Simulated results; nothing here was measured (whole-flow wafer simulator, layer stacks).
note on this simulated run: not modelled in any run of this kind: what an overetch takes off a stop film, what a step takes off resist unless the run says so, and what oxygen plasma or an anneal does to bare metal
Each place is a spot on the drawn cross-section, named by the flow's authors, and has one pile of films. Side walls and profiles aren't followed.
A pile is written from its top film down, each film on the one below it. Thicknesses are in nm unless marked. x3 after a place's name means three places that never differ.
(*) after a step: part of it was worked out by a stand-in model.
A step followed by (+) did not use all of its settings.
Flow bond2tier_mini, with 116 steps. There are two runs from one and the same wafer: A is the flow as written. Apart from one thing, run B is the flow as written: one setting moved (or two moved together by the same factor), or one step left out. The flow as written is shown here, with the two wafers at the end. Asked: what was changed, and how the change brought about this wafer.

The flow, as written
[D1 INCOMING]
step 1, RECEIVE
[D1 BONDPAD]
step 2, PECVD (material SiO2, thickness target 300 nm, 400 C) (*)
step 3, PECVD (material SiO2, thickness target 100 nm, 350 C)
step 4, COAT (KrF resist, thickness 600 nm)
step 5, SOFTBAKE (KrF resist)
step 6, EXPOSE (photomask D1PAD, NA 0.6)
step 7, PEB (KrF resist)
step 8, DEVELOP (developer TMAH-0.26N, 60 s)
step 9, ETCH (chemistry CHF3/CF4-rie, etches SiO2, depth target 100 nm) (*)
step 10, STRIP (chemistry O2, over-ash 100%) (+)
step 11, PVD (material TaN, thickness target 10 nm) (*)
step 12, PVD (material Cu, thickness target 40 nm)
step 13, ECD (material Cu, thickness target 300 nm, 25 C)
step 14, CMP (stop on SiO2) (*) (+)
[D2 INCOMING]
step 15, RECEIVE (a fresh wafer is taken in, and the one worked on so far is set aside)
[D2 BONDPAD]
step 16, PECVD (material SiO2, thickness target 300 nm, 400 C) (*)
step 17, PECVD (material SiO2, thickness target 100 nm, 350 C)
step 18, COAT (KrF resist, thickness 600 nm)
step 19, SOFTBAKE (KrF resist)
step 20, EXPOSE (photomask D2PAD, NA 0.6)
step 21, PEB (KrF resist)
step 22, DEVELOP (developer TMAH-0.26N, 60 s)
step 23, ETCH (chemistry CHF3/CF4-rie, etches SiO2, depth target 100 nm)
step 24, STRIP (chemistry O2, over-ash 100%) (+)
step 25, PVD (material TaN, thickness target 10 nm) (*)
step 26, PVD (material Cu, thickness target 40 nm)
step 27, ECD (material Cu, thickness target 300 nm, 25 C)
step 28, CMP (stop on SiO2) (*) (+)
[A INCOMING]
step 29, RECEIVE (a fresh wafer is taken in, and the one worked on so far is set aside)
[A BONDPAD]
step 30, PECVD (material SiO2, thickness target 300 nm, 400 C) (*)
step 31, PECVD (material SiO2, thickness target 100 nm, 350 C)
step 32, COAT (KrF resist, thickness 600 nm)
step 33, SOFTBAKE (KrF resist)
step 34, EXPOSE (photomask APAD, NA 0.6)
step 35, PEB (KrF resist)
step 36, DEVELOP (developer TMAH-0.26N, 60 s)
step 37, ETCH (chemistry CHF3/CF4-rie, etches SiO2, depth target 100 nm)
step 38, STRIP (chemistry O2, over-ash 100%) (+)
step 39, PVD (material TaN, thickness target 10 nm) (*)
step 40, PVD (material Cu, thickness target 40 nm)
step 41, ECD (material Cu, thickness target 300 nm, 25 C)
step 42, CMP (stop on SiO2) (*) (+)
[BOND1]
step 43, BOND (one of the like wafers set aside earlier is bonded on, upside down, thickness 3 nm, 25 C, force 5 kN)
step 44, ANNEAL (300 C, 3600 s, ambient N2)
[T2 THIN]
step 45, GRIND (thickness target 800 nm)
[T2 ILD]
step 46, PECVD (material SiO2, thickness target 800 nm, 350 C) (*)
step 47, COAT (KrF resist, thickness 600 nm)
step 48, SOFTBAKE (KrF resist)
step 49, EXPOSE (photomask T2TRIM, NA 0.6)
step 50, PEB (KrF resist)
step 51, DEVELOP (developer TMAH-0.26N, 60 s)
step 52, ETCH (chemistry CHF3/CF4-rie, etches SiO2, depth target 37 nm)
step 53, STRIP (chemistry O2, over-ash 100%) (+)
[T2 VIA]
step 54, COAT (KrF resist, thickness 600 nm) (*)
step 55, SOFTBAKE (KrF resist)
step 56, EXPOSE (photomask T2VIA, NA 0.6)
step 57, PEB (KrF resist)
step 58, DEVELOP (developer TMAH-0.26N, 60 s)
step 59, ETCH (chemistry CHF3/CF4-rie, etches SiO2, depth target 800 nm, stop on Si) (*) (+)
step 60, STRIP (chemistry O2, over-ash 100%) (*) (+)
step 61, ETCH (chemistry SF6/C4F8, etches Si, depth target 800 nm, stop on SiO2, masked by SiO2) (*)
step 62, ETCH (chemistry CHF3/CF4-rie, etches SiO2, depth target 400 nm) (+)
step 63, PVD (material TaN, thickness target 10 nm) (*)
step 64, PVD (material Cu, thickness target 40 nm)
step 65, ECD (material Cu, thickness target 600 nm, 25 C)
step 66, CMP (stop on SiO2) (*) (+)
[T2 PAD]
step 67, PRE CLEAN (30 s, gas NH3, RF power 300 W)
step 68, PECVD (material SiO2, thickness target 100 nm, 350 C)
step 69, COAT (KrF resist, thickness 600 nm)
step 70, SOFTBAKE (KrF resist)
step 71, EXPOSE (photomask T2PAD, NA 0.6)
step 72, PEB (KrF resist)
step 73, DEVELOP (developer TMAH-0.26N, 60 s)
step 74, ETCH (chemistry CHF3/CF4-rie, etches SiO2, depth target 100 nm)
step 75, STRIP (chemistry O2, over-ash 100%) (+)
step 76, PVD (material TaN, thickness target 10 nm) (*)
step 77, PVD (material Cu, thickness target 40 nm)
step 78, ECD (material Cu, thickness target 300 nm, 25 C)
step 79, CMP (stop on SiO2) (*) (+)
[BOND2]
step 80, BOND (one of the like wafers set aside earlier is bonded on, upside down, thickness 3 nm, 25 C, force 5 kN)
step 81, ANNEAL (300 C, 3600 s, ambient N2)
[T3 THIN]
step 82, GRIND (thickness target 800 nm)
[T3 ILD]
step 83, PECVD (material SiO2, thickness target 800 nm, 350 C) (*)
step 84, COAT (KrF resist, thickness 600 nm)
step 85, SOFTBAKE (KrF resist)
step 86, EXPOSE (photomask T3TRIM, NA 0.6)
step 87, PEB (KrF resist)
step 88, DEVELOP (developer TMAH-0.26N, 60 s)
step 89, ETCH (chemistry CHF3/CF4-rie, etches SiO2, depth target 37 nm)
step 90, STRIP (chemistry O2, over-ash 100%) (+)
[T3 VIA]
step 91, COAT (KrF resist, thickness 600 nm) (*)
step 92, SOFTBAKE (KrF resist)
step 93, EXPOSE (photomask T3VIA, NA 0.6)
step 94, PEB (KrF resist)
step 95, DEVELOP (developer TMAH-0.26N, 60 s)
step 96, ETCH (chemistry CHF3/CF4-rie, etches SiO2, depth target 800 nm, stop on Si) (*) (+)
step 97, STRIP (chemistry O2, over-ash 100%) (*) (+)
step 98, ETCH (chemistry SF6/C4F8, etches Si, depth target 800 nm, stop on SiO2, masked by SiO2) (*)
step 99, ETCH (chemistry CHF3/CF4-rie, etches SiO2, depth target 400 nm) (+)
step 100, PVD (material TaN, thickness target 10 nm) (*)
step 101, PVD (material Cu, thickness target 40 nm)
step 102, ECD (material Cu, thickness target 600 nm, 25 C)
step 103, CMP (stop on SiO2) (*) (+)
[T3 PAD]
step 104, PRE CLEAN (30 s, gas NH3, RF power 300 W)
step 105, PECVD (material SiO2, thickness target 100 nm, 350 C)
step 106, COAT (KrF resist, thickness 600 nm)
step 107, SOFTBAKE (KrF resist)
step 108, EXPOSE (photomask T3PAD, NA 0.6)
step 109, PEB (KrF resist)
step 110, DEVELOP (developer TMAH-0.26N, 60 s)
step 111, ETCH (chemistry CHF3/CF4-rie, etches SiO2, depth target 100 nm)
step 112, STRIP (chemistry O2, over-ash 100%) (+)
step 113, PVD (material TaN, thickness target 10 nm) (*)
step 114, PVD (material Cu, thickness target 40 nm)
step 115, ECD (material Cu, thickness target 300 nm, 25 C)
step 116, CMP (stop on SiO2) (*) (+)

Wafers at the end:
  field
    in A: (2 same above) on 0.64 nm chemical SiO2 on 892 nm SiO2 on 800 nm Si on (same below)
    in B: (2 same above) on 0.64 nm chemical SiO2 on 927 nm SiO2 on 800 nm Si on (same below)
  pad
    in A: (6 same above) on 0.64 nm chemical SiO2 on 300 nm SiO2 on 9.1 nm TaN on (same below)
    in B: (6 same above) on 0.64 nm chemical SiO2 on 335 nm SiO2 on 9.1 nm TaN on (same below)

What caused this: step 17, PECVD: thickness target 135 nm was run, though the flow has thickness target 100 nm.

How this came from the change, step by step:
  step 17, PECVD (material SiO2, thickness target 100 nm, 350 C)
      field, pad, via: A SiO2 gains 100 | B SiO2 gains 135
  step 80, BOND (one of the like wafers set aside earlier is bonded on, upside down, thickness 3 nm, 25 C, force 5 kN)
      field: A Si gains 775 um (new film), chemical SiO2 gains 0.64 (new film), SiO2 gains 400 | B Si gains 775 um (new film), chemical SiO2 gains 0.64 (new film), SiO2 gains 435
      pad: A Si gains 775 um (new film), chemical SiO2 gains 0.64 (new film), SiO2 gains 300 (new film), TaN gains 9.1 (new film), Cu gains 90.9 | B Si gains 775 um (new film), chemical SiO2 gains 0.64 (new film), SiO2 gains 335 (new film), TaN gains 9.1 (new film), Cu gains 90.9
